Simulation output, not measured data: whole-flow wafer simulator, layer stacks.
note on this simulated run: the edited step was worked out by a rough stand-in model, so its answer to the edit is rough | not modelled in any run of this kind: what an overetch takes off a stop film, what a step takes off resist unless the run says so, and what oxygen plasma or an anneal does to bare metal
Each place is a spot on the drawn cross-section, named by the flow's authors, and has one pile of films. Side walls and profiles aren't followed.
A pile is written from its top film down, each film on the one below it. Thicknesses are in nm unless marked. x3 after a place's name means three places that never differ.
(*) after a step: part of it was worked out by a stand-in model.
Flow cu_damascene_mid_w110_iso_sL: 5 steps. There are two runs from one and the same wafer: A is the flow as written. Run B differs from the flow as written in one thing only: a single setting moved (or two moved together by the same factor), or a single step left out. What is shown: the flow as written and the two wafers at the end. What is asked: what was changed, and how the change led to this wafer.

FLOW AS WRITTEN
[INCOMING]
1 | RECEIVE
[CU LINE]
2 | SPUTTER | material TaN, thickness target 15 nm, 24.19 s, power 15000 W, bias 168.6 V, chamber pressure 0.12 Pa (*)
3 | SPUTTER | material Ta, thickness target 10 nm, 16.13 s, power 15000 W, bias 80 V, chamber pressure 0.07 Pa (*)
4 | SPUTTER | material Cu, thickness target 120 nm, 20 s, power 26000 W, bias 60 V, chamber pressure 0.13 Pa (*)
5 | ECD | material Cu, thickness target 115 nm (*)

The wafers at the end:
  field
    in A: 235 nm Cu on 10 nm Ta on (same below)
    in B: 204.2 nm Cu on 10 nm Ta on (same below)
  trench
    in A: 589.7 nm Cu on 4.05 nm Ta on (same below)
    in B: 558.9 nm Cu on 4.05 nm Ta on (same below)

What caused this: step 5, ECD: thickness target 84.2 nm was run, whereas the flow has thickness target 115 nm.

The path from the change to this, step by step:
  5 | ECD | material Cu, thickness target 115 nm (*)
      field: A Cu gains 115 | B Cu gains 84.2
      trench: A Cu gains 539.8 | B Cu gains 509
